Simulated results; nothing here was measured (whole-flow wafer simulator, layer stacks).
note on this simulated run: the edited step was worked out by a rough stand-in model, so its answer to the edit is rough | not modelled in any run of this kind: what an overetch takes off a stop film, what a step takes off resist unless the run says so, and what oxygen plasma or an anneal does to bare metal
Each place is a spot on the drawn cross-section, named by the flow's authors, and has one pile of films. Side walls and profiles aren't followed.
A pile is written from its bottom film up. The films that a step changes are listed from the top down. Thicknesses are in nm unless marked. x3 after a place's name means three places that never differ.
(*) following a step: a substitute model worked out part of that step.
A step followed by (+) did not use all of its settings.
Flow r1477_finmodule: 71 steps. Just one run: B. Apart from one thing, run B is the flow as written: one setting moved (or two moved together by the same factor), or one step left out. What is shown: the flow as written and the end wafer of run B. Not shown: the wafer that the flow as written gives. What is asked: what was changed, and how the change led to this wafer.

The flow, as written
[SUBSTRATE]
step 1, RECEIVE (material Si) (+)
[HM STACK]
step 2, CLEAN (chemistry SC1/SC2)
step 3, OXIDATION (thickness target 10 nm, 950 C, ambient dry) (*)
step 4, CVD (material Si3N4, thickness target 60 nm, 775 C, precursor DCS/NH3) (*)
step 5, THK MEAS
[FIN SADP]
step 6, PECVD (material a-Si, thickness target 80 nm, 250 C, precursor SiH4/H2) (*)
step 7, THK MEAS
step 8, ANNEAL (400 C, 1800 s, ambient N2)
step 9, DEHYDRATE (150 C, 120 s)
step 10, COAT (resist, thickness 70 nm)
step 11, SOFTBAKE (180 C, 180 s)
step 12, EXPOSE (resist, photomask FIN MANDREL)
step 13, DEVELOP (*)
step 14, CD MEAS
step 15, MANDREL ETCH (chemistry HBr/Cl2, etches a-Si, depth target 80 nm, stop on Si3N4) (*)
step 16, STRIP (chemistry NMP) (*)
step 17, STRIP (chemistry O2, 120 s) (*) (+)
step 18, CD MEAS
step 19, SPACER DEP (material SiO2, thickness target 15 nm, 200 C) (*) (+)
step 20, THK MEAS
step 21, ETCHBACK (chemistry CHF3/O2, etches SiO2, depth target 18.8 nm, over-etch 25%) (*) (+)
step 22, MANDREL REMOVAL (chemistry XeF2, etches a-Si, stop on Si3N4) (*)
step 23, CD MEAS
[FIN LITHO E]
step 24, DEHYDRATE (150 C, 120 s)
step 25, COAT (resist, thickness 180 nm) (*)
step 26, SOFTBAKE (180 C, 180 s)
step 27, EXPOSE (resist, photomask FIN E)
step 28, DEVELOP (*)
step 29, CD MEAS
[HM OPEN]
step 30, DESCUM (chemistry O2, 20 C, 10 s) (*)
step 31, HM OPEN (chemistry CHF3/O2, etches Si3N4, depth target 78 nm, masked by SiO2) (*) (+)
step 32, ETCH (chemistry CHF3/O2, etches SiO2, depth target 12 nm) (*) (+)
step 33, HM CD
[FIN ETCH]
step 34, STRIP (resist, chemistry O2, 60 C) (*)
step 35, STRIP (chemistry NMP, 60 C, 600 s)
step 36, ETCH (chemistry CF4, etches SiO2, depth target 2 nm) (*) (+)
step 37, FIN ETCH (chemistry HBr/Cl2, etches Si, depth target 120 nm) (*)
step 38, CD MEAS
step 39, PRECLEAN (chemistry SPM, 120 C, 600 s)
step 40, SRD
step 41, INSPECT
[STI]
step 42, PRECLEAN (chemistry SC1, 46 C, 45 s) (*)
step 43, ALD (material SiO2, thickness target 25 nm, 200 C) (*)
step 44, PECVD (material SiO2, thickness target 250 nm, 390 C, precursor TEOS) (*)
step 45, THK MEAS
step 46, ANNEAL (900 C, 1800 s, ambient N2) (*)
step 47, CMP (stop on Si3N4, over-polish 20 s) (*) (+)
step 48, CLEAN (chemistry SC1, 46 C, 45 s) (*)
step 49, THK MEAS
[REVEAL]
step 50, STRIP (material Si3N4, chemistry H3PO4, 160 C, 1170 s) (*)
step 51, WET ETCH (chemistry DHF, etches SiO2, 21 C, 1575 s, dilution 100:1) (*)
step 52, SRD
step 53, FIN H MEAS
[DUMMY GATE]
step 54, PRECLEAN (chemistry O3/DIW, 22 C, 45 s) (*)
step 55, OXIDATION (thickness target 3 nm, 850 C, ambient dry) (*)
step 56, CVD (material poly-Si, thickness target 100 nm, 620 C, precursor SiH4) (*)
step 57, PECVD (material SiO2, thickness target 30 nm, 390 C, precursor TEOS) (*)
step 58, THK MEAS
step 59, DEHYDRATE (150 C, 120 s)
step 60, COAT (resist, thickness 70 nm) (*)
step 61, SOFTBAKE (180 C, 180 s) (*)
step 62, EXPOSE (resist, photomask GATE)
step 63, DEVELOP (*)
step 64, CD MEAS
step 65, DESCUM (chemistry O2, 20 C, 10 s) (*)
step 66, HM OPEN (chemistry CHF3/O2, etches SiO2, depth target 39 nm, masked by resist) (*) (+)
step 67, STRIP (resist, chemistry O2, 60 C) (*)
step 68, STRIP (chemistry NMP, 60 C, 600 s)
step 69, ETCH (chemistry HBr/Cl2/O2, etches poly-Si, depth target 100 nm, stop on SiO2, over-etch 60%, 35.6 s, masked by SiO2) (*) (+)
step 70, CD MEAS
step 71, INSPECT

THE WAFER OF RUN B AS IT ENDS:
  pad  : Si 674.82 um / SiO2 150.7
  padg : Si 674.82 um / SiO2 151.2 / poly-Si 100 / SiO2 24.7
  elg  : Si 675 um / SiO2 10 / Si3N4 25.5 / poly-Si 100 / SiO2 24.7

What caused this: step 37, FIN ETCH: depth target 168 nm was run, while the flow as written has depth target 120 nm.

Step by step, how the change led to this:
  step 37, FIN ETCH (chemistry HBr/Cl2, etches Si, depth target 120 nm) (*)
      pad, padg, esg and 19 more: Si loses 168 (as written it would have been: Si loses 120)
      elg, e40lg, e100lg, e200lg, elo, e40lo, e100lo, e200lo: Si3N4 loses 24 (as written it would have been: Si3N4 loses 17.1)
      (also at 6 further places)
  step 43, ALD (material SiO2, thickness target 25 nm, 200 C) (*)
      s40cg, s45cg, s50cg, s40co, s45co, s50co: SiO2 gains 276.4 (new film) (as written it would have been: SiO2 gains 232.1 (new film))
      esg: SiO2 gains 235.4 (new film) (as written it would have been: SiO2 gains 194.3 (new film))
  step 47, CMP (stop on Si3N4, over-polish 20 s) (*) (+)
      pad, padg, e40sg and 11 more: SiO2 loses 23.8 (as written it would have been: SiO2 loses 71.8)
      elg, e40lg, e100lg, e200lg, elo, e40lo, e100lo, e200lo: SiO2 loses 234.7 (as written it would have been: SiO2 loses 241.6)
      (also at 2 further places)
  step 51, WET ETCH (chemistry DHF, etches SiO2, 21 C, 1575 s, dilution 100:1) (*)
      elg, e40lg, e100lg, e200lg, elo, e40lo, e100lo, e200lo: SiO2 loses 24.7 (all of it), Si3N4 loses 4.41 (as written it would have been: SiO2 loses 17.8 (all of it), Si3N4 loses 4.97)
  step 56, CVD (material poly-Si, thickness target 100 nm, 620 C, precursor SiH4) (*)
      esg: poly-Si gains 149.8 (new film) (as written it would have been: poly-Si gains 156 (new film))
  step 60, COAT (resist, thickness 70 nm) (*)
      e40sg, eso, e40so: resist gains 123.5 (new film) (as written it would have been: resist gains 129.5 (new film))
      e100sg, e100so: resist gains 123.5 (new film) (as written it would have been: resist gains 129.4 (new film))
      (also at 2 further places)
  step 63, DEVELOP (*)
      eso, e40so: resist loses 123.5 (all of it) (as written it would have been: resist loses 129.5 (all of it))
      e100so: resist loses 123.5 (all of it) (as written it would have been: resist loses 129.4 (all of it))
      (also at 1 further place)
  step 67, STRIP (resist, chemistry O2, 60 C) (*)
      e40sg: resist loses 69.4 (all of it) (as written it would have been: resist loses 75.4 (all of it))
      e100sg: resist loses 69.4 (all of it) (as written it would have been: resist loses 75.3 (all of it))
      (also at 1 further place)
